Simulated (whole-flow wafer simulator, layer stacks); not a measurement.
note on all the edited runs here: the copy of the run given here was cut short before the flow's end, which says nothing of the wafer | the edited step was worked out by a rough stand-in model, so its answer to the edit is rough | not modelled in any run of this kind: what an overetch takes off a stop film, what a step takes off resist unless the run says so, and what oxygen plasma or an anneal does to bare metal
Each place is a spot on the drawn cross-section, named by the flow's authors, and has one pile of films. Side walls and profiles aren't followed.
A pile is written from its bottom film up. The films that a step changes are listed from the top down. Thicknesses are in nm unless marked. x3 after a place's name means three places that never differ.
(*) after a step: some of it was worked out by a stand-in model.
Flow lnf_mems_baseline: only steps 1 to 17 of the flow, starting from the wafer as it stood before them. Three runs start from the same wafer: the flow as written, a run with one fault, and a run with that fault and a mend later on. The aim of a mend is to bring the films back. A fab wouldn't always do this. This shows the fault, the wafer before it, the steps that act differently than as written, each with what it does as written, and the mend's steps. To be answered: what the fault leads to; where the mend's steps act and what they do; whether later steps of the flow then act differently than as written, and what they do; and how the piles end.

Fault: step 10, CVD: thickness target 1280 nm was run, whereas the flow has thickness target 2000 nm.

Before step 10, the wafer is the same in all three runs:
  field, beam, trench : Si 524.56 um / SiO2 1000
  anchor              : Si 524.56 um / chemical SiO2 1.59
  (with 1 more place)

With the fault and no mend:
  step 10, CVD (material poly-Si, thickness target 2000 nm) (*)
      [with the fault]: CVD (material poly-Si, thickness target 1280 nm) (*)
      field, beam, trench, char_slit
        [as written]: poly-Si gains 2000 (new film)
        [with the fault]: poly-Si gains 1280 (new film)
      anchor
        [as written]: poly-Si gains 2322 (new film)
        [with the fault]: poly-Si gains 1280 (new film)
  Steps later in the flow that act otherwise than as written (not shown: 1 more step that differs only slightly, by at most 2% or 0.5 nm, whichever is larger):
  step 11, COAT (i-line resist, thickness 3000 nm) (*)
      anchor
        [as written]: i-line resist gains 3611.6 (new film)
        [with the fault]: i-line resist gains 3895.5 (new film)
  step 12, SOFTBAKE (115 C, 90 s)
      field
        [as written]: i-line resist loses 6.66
        [with the fault]: i-line resist loses 10.6
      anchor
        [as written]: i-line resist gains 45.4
        [with the fault]: i-line resist gains 71.6
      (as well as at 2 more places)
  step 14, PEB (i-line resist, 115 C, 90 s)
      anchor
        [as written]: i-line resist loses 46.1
        [with the fault]: i-line resist loses 51.7
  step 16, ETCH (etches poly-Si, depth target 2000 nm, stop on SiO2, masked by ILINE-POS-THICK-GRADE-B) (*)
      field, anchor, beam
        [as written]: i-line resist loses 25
        [with the fault]: i-line resist loses 24
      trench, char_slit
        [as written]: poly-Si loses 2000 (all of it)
        [with the fault]: poly-Si loses 1280 (all of it)
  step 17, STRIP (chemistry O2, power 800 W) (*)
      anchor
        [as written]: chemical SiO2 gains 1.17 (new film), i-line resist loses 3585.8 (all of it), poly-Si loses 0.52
        [with the fault]: chemical SiO2 gains 1.2 (new film), i-line resist loses 3891.2 (all of it), poly-Si loses 0.53
  By the end, the piles at field, anchor, beam depart from the flow's by more than 2% or 0.5 nm, whichever is larger.
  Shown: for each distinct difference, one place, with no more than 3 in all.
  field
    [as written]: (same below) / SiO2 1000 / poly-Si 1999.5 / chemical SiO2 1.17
    [with the fault]: (same below) / SiO2 1000 / poly-Si 1279.5 / chemical SiO2 1.2
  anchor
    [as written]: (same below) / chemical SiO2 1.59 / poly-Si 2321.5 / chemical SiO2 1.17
    [with the fault]: (same below) / chemical SiO2 1.59 / poly-Si 1279.5 / chemical SiO2 1.2

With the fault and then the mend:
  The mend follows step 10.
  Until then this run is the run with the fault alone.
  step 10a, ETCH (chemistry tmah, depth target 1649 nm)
      field, anchor, beam, trench, char_slit
        poly-Si loses 1280 (all of it)
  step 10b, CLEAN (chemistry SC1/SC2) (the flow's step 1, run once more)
      alters no film at any place that is followed
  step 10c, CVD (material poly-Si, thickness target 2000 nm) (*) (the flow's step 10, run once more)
      field, beam, trench, char_slit
        poly-Si gains 2000 (new film)
      anchor
        poly-Si gains 2322 (new film)
  Later steps of the flow that are run all act as written at every place that is followed.
  By the end, the piles equal the flow's at every place that both follow.
